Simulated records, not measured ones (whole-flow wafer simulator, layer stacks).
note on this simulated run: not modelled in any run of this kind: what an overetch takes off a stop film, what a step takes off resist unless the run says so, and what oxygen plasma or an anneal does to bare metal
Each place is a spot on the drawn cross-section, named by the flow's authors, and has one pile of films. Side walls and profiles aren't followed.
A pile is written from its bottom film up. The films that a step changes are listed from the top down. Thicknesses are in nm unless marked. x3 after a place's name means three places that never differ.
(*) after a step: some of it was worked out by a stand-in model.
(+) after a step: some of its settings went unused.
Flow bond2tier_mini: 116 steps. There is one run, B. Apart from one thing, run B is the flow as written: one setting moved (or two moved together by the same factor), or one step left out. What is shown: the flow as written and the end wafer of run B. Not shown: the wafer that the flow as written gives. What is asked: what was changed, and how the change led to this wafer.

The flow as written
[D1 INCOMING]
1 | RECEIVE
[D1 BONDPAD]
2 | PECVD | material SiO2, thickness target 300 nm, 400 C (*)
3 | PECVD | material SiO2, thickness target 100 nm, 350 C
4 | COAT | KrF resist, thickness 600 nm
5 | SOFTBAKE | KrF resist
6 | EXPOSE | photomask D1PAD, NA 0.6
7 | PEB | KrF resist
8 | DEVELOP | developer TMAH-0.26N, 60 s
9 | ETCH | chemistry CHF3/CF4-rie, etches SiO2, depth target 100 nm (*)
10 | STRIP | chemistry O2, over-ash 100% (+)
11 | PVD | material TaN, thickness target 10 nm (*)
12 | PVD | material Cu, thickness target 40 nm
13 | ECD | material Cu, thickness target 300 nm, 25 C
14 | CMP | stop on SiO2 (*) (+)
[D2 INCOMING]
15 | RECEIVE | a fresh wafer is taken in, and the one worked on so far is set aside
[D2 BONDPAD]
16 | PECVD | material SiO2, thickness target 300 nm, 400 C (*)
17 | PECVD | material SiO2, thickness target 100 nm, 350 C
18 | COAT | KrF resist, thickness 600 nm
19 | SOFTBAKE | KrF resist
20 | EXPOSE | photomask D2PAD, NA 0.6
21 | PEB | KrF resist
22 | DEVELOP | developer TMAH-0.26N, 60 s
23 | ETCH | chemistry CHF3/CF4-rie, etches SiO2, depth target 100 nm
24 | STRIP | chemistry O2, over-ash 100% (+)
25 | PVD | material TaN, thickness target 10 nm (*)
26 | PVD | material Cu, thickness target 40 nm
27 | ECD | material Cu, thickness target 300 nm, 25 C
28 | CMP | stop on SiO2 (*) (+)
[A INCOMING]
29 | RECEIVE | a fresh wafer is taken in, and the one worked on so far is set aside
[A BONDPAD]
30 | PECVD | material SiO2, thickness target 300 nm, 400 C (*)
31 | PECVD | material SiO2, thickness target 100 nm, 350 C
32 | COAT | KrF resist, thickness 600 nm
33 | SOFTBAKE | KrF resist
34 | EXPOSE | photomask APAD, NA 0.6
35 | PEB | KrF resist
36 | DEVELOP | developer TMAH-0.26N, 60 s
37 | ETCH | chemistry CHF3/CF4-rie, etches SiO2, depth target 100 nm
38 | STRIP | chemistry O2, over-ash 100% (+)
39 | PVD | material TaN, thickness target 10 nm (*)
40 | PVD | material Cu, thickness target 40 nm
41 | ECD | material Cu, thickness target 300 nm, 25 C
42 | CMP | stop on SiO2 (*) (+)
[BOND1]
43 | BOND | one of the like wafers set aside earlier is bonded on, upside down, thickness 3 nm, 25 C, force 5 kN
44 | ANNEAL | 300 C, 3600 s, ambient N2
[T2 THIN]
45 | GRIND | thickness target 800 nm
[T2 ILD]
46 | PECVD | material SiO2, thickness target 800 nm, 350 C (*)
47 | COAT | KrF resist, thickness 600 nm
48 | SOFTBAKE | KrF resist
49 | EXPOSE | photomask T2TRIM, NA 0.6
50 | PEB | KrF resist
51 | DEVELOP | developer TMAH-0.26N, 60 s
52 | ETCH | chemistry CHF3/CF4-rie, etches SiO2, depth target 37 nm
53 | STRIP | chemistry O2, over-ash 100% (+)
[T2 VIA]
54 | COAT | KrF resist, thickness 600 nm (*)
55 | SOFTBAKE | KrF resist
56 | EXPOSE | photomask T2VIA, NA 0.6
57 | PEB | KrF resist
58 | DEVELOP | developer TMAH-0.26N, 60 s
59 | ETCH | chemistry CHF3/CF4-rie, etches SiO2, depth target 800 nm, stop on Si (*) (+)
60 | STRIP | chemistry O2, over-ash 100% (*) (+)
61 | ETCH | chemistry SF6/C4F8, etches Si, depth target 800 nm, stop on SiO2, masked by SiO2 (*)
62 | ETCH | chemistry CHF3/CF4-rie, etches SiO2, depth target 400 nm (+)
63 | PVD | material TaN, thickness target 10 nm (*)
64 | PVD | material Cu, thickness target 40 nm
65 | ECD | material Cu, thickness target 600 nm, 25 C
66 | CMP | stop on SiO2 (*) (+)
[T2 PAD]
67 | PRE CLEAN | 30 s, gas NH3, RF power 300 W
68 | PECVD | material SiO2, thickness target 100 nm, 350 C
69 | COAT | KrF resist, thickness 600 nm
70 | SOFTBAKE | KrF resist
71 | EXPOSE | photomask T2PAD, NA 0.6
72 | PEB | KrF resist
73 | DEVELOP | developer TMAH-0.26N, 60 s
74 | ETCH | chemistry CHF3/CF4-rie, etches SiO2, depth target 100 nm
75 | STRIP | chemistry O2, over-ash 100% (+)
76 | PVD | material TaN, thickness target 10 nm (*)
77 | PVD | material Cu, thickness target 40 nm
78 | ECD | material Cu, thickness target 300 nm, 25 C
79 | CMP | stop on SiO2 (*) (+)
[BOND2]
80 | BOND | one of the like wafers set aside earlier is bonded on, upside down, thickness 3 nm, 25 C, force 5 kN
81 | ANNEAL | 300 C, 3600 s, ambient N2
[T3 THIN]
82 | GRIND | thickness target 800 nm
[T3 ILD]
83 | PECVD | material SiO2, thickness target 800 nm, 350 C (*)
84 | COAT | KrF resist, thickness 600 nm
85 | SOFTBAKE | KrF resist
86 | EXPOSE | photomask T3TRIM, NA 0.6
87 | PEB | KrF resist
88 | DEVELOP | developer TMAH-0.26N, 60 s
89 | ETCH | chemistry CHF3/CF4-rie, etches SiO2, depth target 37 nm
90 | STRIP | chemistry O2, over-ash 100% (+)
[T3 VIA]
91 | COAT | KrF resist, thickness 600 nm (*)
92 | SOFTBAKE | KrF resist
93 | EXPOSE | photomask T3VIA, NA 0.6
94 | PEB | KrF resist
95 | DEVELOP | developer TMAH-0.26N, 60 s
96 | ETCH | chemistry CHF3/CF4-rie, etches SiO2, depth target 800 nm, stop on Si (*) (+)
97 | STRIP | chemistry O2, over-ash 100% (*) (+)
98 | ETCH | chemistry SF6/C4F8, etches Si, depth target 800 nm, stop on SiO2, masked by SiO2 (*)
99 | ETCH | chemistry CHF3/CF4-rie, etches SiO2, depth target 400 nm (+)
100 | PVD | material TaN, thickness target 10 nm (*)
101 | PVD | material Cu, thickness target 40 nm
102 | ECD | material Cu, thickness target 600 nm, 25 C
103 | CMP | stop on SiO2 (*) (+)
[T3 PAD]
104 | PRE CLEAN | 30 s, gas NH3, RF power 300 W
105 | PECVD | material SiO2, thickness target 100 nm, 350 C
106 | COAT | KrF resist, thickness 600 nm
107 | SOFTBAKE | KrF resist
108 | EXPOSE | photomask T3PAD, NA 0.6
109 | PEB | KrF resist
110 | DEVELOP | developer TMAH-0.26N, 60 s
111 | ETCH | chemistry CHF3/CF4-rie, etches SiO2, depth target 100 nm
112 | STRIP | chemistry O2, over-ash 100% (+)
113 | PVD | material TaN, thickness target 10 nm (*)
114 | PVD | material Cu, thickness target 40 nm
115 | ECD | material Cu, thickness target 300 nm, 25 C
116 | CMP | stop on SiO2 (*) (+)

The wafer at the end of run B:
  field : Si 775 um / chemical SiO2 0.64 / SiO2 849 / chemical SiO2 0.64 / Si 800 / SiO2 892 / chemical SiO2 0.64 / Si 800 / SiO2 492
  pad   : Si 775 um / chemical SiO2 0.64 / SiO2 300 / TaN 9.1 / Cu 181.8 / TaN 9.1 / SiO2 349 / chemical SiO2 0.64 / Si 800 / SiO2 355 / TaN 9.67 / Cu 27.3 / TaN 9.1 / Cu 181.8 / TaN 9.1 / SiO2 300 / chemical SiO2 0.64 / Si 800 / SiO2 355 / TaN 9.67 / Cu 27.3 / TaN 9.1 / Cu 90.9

The reason: step 3, PECVD: thickness target 149 nm was run, whereas the flow has thickness target 100 nm.

How this came from the change, step by step:
  3 | PECVD | material SiO2, thickness target 100 nm, 350 C
      field, pad, via: SiO2 gains 149 (in the flow as written it would be: SiO2 gains 100)
  43 | BOND | one of the like wafers set aside earlier is bonded on, upside down, thickness 3 nm, 25 C, force 5 kN
      field: Si gains 775 um (new film), chemical SiO2 gains 0.64 (new film), SiO2 gains 449 (in the flow as written it would be: Si gains 775 um (new film), chemical SiO2 gains 0.64 (new film), SiO2 gains 400)
      pad: Si gains 775 um (new film), chemical SiO2 gains 0.64 (new film), SiO2 gains 349 (new film), TaN gains 9.1 (new film), Cu gains 90.9 (in the flow as written it would be: Si gains 775 um (new film), chemical SiO2 gains 0.64 (new film), SiO2 gains 300 (new film), TaN gains 9.1 (new film), Cu gains 90.9)
      (and at 1 other place as well)
